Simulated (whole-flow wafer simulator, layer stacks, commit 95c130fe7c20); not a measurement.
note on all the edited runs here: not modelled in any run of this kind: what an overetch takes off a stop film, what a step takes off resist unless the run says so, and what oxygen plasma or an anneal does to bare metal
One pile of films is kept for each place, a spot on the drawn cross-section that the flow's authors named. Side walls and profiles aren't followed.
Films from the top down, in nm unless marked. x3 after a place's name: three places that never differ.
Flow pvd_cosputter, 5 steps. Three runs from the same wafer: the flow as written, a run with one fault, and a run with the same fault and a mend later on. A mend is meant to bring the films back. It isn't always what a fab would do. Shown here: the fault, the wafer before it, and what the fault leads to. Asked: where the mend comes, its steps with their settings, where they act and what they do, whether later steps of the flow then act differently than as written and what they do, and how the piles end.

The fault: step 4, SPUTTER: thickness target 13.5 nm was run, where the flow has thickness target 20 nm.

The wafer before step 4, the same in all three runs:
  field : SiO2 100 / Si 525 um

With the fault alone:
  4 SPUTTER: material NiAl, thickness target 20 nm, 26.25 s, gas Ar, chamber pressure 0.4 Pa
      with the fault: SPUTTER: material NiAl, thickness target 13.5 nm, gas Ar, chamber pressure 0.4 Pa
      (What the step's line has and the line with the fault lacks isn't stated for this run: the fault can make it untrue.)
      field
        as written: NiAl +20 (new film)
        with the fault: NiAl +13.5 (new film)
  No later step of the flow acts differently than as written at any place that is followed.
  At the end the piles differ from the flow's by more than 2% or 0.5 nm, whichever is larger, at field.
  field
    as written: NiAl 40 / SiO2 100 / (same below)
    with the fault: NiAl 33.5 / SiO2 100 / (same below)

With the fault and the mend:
  The mend comes after step 4.
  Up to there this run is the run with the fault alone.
  4a SPUTTER: material NiAl, thickness target 6.5 nm, gas Ar, chamber pressure 0.4 Pa (the flow's step 4 once more, with other settings)
      field
        NiAl +6.5
  No later step of the flow acts differently than as written at any place that is followed.
  At the end the piles are the same as the flow's at every place that both follow.
